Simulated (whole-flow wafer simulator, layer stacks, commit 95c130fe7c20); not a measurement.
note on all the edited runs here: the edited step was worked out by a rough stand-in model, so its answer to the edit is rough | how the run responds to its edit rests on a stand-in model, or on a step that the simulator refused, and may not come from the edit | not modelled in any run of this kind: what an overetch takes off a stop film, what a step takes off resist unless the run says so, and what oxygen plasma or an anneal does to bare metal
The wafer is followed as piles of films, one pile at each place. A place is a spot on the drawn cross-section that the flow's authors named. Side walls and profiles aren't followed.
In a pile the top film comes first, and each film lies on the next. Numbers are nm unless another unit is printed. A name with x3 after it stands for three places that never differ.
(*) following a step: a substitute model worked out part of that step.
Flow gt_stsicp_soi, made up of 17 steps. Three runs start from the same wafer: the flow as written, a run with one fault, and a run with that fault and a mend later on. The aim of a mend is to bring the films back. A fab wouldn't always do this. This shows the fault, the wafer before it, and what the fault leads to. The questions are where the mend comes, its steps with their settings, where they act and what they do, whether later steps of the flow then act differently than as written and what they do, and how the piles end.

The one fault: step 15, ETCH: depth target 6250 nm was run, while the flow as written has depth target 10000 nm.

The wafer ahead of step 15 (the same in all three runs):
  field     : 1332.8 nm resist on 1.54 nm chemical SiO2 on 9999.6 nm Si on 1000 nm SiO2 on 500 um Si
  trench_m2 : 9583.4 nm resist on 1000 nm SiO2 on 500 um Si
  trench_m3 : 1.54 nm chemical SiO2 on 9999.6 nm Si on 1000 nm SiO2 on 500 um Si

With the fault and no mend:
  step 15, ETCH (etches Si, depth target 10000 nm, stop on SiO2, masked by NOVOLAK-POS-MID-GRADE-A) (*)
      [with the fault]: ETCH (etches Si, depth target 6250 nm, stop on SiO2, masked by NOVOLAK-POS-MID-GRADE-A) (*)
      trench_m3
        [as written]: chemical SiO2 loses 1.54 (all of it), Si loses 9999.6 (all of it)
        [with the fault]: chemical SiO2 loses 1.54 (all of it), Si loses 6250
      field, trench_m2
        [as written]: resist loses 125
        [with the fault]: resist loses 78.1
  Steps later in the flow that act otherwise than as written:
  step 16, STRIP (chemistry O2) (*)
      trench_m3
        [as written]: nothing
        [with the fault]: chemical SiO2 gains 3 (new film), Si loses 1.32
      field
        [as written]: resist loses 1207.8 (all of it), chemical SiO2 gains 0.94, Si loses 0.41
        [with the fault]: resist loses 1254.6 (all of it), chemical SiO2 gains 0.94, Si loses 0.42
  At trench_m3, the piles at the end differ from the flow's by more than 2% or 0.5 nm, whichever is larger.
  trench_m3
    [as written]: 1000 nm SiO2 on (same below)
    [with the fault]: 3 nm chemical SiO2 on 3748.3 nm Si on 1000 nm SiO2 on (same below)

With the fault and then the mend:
  The mend follows step 15.
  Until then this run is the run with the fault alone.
  step 15a, ETCH (etches Si, depth target 3750 nm, stop on SiO2, masked by NOVOLAK-POS-MID-GRADE-A) (*) (the flow's step 15, run once more with other settings)
      field, trench_m2
        resist loses 46.9
      trench_m3
        Si loses 3749.6 (all of it)
  Later steps of the flow that are run all act as written at every place that is followed.
  At every place that both follow, the piles at the end match the flow's.
